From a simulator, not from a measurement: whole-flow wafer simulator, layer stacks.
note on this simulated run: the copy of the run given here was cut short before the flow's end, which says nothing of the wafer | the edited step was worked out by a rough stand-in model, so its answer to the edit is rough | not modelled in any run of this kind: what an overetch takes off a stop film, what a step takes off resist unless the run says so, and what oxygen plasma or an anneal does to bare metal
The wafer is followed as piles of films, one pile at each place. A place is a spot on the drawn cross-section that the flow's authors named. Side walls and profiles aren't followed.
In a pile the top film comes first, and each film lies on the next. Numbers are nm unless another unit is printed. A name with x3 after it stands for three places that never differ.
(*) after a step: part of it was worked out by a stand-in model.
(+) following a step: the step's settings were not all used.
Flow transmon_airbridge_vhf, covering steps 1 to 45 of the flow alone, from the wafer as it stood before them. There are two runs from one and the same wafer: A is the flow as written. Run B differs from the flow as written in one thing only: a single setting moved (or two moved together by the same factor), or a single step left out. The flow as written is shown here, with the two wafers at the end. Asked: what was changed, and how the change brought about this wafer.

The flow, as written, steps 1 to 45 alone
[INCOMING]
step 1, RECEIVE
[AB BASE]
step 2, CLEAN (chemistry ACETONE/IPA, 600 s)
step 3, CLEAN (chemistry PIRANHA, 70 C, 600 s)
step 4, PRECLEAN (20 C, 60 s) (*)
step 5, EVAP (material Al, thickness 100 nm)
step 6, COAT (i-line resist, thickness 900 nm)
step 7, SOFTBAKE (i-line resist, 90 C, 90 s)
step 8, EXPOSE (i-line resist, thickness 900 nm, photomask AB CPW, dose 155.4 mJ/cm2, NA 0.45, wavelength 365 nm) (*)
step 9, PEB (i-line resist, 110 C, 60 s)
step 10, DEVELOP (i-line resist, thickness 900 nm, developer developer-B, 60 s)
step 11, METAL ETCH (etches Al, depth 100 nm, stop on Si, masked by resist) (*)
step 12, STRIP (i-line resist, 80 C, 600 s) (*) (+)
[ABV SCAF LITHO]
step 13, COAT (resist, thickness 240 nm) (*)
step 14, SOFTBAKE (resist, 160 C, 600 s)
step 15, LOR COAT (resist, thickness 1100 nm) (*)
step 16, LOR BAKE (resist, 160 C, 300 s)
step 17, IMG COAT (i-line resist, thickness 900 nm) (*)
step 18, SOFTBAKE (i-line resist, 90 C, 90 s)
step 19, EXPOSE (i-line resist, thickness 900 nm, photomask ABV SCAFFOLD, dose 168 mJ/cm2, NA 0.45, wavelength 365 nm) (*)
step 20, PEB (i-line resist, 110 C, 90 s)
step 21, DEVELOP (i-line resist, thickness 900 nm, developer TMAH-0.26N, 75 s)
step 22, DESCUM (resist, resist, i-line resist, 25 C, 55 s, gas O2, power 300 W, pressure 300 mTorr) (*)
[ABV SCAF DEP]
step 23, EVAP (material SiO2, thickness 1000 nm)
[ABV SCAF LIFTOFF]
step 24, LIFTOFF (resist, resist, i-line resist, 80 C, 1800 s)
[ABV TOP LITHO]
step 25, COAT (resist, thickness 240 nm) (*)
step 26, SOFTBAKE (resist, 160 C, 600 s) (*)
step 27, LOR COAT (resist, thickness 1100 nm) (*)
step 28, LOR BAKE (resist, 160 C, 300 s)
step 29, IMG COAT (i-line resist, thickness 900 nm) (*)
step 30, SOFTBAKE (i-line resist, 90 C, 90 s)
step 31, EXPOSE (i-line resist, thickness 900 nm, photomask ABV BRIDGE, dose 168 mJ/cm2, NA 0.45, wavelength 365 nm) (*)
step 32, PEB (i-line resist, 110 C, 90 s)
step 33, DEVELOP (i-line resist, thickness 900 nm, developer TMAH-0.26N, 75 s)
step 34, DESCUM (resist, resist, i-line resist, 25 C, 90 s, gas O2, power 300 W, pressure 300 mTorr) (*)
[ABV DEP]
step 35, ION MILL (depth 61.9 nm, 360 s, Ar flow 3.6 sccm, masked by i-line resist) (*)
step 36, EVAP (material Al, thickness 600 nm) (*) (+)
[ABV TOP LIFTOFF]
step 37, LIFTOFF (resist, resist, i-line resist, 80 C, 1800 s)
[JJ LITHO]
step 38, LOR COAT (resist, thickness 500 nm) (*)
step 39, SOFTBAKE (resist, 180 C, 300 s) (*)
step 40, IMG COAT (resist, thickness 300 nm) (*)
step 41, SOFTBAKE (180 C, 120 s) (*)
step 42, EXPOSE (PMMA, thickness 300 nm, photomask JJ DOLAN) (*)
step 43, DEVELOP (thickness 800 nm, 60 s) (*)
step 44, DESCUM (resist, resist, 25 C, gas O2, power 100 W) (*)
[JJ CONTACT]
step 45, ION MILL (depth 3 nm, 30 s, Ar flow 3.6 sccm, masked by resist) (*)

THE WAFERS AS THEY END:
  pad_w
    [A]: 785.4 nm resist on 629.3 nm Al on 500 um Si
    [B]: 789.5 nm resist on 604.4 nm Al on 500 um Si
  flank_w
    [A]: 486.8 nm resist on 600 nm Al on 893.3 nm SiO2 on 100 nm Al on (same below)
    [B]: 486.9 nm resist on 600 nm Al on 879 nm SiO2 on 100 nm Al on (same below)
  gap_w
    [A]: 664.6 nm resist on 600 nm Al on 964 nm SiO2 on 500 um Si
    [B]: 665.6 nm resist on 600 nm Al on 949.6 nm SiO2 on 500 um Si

What caused this: step 35, ION MILL: 504 s was run, though the flow has 360 s.

How this came from the change, step by step:
  step 35, ION MILL (depth 61.9 nm, 360 s, Ar flow 3.6 sccm, masked by i-line resist) (*)
      field x3, jj_line, ground_far, trace_open_s x2, margin_s, margin_n: A i-line resist loses 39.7 | B i-line resist loses 55.6
      flank_w, gap_w, cpw_trace, gap_e, flank_e, bridge_strip: A SiO2 loses 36 | B SiO2 loses 50.4
      (as well as at 2 more places)
  step 37, LIFTOFF (resist, resist, i-line resist, 80 C, 1800 s)
      field x3, jj_line, trace_open_s x2: A Al loses 600 (all of it), i-line resist loses 600 (all of it), resist loses 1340 (all of it) | B Al loses 600 (all of it), i-line resist loses 584.1 (all of it), resist loses 1340 (all of it)
      margin_s, margin_n: A Al loses 600 (all of it), i-line resist loses 318.3 (all of it), resist loses 992 (all of it) | B Al loses 600 (all of it), i-line resist loses 302.4 (all of it), resist loses 992 (all of it)
      (as well as at 1 more place)
